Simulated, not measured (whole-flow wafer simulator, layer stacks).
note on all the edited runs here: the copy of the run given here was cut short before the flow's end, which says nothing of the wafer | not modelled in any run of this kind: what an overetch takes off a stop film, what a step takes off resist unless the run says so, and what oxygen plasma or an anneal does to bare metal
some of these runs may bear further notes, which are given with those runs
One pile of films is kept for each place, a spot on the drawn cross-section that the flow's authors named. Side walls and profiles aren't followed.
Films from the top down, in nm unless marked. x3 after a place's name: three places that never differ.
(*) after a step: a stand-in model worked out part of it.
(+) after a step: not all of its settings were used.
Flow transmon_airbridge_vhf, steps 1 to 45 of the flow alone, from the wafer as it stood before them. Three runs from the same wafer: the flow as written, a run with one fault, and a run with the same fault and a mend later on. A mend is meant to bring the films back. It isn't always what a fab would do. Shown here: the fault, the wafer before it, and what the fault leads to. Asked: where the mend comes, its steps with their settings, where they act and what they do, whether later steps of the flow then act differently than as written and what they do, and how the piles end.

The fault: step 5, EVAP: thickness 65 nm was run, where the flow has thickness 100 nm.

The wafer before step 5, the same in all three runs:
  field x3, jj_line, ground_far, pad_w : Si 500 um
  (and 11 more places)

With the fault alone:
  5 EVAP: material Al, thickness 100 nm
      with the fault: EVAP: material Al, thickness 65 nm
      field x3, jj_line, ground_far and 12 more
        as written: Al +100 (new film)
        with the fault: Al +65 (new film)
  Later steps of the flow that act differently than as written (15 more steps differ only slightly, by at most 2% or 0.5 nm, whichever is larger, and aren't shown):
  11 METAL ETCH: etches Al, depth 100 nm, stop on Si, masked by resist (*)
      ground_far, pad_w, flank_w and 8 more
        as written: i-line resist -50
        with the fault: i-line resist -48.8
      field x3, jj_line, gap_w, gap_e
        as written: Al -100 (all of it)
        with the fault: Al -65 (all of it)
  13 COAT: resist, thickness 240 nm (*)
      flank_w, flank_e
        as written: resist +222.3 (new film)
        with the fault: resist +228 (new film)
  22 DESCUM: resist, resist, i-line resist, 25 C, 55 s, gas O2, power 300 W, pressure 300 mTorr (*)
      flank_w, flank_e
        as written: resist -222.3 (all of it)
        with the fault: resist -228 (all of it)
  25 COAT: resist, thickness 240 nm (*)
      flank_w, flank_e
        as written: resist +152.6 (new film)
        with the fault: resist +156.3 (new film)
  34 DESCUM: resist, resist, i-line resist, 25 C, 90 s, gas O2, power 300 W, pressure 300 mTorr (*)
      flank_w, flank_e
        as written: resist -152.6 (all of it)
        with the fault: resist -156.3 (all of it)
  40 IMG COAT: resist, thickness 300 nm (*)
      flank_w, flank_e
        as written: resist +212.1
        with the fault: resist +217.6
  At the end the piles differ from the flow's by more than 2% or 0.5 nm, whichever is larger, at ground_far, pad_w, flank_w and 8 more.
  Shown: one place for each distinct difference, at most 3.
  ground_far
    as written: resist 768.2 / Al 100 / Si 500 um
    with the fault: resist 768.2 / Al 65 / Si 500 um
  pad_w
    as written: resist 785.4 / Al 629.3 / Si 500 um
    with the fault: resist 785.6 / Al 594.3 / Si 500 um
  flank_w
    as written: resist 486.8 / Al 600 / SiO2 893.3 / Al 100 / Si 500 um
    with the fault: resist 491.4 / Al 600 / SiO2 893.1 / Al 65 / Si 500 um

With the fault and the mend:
  The mend comes after step 10.
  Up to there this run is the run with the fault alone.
  10a STRIP: i-line resist, 80 C, 600 s (+)
      ground_far, pad_w, flank_w and 8 more
        i-line resist -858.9 (all of it)
  10b EVAP: material Al, thickness 35 nm (the flow's step 5 once more, with other settings)
      field x3, jj_line, ground_far and 12 more
        Al +35
  10c COAT: i-line resist, thickness 900 nm (the flow's step 6 once more)
      field x3, jj_line, ground_far and 12 more
        i-line resist +900 (new film)
  10d SOFTBAKE: i-line resist, 90 C, 90 s (the flow's step 7 once more)
      changes no film at any place that is followed
  10e EXPOSE: i-line resist, thickness 900 nm, photomask AB CPW, dose 155.4 mJ/cm2, NA 0.45, wavelength 365 nm (*) (the flow's step 8 once more)
      changes no film at any place that is followed
  10f PEB: i-line resist, 110 C, 60 s (the flow's step 9 once more)
      field x3, jj_line, ground_far and 12 more
        i-line resist -41
  10g DEVELOP: i-line resist, thickness 900 nm, developer developer-B, 60 s (the flow's step 10 once more)
      ground_far, pad_w, flank_w and 8 more
        i-line resist -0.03
      field x3, jj_line, gap_w, gap_e
        i-line resist -859 (all of it)
  No later step of the flow acts differently than as written at any place that is followed.
  At the end the piles are the same as the flow's at every place that both follow.
